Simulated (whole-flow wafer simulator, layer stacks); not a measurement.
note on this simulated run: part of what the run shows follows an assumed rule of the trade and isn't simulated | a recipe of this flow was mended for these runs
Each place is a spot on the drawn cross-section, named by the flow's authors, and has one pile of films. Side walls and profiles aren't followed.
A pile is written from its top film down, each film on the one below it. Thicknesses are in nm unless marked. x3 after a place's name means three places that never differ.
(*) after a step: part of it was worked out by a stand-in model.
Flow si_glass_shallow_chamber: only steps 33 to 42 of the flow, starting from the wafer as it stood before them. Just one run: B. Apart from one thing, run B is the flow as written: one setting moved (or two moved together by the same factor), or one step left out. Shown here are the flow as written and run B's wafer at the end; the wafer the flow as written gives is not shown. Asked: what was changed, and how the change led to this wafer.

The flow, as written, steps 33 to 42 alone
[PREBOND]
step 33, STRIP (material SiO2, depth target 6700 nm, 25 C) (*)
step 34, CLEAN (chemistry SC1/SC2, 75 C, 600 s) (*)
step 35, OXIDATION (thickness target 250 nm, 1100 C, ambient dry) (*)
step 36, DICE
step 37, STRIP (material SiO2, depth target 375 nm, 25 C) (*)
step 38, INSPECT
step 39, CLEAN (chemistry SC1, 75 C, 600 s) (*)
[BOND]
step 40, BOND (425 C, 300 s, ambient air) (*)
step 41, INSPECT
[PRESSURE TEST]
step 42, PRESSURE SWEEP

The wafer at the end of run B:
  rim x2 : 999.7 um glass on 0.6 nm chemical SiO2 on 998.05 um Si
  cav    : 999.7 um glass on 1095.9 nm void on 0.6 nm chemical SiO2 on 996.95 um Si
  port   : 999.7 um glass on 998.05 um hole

What caused this: step 35, OXIDATION: 1135 C was run, though the flow has 1100 C.

How this came from the change, step by step:
  step 35, OXIDATION (thickness target 250 nm, 1100 C, ambient dry) (*)
      rim x2, cav, septum, ring: SiO2 gains 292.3 (new film), chemical SiO2 loses 0.6 (all of it), Si loses 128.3 (in the flow as written it would be: SiO2 gains 250 (new film), chemical SiO2 loses 0.6 (all of it), Si loses 109.7)
  step 37, STRIP (material SiO2, depth target 375 nm, 25 C) (*)
      rim x2, cav, septum, ring: SiO2 loses 292.3 (all of it) (in the flow as written it would be: SiO2 loses 250 (all of it))
